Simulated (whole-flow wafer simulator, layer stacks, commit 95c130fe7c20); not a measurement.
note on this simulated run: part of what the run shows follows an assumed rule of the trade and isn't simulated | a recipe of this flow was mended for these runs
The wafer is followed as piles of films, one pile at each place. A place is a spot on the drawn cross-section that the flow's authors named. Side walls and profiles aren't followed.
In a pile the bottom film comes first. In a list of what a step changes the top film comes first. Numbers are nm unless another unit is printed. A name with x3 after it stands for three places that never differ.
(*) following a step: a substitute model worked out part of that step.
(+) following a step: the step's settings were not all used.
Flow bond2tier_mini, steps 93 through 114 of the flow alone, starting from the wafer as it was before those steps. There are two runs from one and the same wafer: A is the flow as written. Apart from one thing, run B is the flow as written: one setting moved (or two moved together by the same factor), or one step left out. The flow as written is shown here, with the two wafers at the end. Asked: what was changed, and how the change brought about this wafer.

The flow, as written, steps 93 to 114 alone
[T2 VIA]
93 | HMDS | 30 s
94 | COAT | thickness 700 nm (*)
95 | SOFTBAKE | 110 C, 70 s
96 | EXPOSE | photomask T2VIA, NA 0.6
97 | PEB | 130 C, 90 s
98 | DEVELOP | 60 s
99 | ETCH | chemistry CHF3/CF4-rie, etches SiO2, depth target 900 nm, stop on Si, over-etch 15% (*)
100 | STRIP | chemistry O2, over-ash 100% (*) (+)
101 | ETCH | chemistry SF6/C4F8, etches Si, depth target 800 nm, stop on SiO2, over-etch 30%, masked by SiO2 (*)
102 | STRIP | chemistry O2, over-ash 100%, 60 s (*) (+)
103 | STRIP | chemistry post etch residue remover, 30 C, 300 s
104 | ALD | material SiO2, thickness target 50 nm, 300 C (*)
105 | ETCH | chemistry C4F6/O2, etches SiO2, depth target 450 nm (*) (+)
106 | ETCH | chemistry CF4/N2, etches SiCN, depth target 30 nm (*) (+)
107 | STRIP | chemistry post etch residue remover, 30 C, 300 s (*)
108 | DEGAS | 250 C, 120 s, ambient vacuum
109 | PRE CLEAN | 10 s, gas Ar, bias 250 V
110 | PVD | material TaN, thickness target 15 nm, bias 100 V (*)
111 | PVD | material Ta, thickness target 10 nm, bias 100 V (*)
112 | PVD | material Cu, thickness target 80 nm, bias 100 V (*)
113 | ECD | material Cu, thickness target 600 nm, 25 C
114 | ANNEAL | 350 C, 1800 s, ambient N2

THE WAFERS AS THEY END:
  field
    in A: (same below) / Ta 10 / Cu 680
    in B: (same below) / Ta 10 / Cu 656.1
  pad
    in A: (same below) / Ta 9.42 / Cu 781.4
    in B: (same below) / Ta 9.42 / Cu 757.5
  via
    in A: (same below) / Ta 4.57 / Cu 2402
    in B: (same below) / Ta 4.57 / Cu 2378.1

The reason: step 112, PVD: thickness target 56.1 nm was run, though the flow has thickness target 80 nm.

Step by step, how the change led to this:
  112 | PVD | material Cu, thickness target 80 nm, bias 100 V (*)
      field: A Cu gains 80 (new film) | B Cu gains 56.1 (new film)
      pad: A Cu gains 75.3 (new film) | B Cu gains 52.8 (new film)
      (also at 1 further place)
